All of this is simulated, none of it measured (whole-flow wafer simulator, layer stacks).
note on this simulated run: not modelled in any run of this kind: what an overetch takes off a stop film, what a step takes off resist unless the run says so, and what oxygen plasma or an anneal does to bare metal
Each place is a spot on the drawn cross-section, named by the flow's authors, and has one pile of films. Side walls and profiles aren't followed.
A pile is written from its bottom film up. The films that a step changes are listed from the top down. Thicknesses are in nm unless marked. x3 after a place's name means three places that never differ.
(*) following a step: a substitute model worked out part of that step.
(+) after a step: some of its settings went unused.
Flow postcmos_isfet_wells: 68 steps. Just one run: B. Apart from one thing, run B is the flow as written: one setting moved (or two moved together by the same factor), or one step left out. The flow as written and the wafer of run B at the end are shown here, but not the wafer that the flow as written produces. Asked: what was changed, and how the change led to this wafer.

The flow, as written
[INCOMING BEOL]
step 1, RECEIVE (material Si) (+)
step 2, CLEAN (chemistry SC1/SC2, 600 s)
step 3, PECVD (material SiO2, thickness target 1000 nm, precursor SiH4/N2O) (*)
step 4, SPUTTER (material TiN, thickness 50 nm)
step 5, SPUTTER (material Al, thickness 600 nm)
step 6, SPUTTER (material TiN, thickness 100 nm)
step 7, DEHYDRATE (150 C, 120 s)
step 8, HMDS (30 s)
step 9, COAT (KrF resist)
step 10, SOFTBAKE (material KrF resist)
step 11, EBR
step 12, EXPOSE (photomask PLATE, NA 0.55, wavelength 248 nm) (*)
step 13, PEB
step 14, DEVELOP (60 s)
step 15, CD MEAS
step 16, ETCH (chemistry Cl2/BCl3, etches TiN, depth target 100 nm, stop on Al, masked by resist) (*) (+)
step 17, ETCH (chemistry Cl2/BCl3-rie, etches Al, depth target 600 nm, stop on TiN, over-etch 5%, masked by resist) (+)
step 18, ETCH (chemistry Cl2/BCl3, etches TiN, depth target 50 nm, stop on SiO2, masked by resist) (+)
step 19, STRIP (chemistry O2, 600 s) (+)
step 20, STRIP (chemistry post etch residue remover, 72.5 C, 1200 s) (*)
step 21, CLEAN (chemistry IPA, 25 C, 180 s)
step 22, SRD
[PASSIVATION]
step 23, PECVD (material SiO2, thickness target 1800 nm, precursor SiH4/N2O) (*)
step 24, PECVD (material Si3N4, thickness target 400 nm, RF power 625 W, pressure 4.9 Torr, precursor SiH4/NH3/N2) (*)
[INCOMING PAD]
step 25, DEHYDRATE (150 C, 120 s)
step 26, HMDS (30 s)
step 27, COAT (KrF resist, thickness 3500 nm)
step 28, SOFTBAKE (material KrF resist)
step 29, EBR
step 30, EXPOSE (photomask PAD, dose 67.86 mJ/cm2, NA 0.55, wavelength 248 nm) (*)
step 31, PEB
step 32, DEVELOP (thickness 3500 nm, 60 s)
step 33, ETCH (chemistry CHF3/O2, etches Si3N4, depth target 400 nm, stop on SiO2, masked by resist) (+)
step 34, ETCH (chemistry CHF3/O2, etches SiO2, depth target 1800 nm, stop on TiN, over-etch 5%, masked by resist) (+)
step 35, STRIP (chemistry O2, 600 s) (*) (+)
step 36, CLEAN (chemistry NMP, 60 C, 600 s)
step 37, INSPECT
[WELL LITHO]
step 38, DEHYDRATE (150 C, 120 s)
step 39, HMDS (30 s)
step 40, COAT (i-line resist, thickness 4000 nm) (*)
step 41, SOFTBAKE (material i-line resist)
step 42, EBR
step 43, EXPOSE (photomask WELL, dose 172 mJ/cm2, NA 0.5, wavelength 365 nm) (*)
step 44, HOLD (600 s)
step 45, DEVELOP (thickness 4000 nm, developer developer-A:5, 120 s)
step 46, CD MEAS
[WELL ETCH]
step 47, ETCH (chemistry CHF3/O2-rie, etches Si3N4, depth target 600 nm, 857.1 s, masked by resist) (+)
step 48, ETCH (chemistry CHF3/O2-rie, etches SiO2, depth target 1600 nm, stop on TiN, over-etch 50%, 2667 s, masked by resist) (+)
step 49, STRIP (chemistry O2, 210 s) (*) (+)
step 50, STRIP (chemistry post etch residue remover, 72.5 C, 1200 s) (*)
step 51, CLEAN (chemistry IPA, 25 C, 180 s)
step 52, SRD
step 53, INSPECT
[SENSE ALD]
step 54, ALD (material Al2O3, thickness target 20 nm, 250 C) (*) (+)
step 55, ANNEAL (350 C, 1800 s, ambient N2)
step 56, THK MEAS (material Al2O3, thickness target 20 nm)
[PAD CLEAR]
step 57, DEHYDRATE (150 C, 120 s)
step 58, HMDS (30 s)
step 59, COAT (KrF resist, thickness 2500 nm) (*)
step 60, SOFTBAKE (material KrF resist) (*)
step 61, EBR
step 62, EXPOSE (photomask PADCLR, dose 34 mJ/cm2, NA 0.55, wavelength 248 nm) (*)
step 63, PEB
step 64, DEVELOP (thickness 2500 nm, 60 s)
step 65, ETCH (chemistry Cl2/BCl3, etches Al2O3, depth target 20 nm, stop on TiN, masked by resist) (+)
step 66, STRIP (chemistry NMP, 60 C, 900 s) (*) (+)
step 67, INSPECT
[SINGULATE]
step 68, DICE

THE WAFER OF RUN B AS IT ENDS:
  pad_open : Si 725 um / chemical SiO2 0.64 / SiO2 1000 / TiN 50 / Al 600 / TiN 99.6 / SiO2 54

Cause: step 34, ETCH: depth target 1746 nm was run, while the flow as written has depth target 1800 nm.

Step by step, how the change led to this:
  step 34, ETCH (chemistry CHF3/O2, etches SiO2, depth target 1800 nm, stop on TiN, over-etch 5%, masked by resist) (+)
      pad_open: -1746 SiO2 (as written it would have been: -1800 SiO2 (all of it))
      field, margin, well900, well1300 x3, pad_rim, pad_clr: -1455 KrF resist (as written it would have been: -1500 KrF resist)
  step 35, STRIP (chemistry O2, 600 s) (*) (+)
      field, margin, well900, well1300 x3, pad_rim, pad_clr: -1683.4 KrF resist (all of it) (as written it would have been: -1638.4 KrF resist (all of it))
  step 41, SOFTBAKE (material i-line resist)
      pad_clr: -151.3 i-line resist (as written it would have been: -156.7 i-line resist)
      pad_open: +112.9 i-line resist (as written it would have been: +115.3 i-line resist)
